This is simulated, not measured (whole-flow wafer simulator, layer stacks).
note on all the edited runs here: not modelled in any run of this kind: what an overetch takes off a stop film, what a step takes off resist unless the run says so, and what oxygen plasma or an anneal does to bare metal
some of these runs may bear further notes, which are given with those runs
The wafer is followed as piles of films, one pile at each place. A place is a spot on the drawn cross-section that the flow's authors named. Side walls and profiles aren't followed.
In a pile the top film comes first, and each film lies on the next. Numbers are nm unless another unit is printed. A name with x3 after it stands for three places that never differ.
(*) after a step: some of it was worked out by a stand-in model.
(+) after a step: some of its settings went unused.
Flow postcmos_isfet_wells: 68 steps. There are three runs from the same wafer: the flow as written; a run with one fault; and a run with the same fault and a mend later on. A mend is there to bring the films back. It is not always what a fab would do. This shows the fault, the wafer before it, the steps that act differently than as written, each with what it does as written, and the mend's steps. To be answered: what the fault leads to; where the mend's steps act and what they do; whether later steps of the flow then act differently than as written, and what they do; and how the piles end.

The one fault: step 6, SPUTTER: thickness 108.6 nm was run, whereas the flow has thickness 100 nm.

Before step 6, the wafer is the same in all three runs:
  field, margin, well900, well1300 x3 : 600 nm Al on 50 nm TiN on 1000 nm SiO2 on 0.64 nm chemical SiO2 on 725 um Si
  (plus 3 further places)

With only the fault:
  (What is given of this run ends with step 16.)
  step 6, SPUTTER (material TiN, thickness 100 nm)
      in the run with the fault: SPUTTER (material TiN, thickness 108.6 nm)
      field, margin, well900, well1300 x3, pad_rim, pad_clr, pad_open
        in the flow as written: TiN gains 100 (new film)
        in the run with the fault: TiN gains 108.6 (new film)
  Steps later in the flow that act otherwise than as written:
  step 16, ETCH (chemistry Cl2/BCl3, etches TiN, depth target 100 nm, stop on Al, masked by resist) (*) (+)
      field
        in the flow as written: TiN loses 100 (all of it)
        in the run with the fault: TiN loses 100
  The piles after step 16 differ from the flow's at field, margin, well900, well1300 x3, pad_rim, pad_clr, pad_open by more than 2% or 0.5 nm, whichever is larger.
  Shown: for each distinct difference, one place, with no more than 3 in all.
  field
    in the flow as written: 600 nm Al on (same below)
    in the run with the fault: 8.6 nm TiN on 600 nm Al on (same below)
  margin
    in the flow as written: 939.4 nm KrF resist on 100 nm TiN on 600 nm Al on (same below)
    in the run with the fault: 939.4 nm KrF resist on 108.6 nm TiN on 600 nm Al on (same below)

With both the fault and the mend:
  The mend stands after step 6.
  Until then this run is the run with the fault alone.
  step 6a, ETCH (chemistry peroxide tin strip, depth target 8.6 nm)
      field, margin, well900, well1300 x3, pad_rim, pad_clr, pad_open
        TiN loses 8.6
  Every later step of the flow that is run acts as written at every place that is followed.
  At every place that both follow, the piles at the end match the flow's.
